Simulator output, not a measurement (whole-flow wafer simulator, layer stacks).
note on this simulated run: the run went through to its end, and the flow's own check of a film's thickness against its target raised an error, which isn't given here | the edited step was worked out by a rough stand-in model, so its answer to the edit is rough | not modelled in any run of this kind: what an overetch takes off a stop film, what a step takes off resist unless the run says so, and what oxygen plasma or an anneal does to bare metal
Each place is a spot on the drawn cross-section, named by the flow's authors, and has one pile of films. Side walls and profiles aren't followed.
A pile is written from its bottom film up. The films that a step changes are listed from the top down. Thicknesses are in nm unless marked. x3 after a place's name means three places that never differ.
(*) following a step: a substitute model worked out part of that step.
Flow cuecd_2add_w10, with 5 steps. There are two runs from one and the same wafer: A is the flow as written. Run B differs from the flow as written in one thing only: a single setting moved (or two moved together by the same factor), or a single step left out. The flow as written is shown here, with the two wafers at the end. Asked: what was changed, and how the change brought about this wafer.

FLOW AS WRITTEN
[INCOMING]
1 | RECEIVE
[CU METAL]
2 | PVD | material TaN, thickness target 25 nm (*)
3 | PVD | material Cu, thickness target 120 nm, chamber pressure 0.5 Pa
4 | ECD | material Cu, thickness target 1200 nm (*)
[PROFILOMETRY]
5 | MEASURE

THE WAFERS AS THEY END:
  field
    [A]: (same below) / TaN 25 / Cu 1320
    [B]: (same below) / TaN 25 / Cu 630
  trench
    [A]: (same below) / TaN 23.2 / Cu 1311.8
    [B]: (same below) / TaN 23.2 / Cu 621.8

Cause: step 4, ECD: thickness target 510 nm was run, while the flow as written has thickness target 1200 nm.

The path from the change to this, step by step:
  4 | ECD | material Cu, thickness target 1200 nm (*)
      field, trench: A Cu gains 1200 | B Cu gains 510
